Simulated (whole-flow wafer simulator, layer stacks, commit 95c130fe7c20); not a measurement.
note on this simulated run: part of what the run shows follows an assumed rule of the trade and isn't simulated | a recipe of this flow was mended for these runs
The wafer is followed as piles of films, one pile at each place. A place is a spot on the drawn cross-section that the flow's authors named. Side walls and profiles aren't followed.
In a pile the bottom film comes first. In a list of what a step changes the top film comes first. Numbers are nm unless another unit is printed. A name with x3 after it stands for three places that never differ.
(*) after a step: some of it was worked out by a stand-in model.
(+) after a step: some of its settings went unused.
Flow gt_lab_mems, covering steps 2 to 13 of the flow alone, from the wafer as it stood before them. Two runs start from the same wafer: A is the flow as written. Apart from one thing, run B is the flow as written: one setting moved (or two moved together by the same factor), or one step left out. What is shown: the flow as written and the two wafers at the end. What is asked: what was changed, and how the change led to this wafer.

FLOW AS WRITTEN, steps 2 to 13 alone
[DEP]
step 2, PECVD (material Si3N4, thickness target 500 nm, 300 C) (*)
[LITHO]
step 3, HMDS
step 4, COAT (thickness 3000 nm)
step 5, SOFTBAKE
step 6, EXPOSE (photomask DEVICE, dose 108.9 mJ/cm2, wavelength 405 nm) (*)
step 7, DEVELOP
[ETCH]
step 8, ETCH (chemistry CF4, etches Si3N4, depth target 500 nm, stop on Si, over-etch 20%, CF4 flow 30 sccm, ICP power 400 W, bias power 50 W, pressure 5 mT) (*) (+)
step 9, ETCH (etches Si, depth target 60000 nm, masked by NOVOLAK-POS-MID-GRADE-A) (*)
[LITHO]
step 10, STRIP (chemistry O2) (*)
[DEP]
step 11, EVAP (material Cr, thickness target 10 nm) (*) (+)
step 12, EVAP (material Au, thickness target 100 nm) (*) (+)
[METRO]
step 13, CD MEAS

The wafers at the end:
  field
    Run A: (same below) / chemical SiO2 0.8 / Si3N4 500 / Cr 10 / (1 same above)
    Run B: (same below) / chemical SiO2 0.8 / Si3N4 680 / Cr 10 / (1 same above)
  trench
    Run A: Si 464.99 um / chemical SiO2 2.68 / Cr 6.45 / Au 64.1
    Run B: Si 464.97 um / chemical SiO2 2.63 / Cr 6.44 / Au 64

Cause: step 2, PECVD: thickness target 680 nm was run, whereas the flow has thickness target 500 nm; step 8, ETCH: depth target 680 nm was run, where the flow has depth target 500 nm.
The wafer lets one read it off: field has Si3N4 680, and step 2 as written asks for 500 nm.

The path from the change to this, step by step:
  step 2, PECVD (material Si3N4, thickness target 500 nm, 300 C) (*)
      field, trench: A +500 Si3N4 (new film) | B +680 Si3N4 (new film)
  step 8, ETCH (chemistry CF4, etches Si3N4, depth target 500 nm, stop on Si, over-etch 20%, CF4 flow 30 sccm, ICP power 400 W, bias power 50 W, pressure 5 mT) (*) (+)
      field: A -400 g/i-line-resist | B -544 g/i-line-resist
      trench: A -500 Si3N4 (all of it), -0.8 chemical SiO2 (all of it), -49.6 Si | B -680 Si3N4 (all of it), -0.8 chemical SiO2 (all of it), -67.6 Si
  step 10, STRIP (chemistry O2) (*)
      field: A -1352 g/i-line-resist (all of it) | B -1208 g/i-line-resist (all of it)
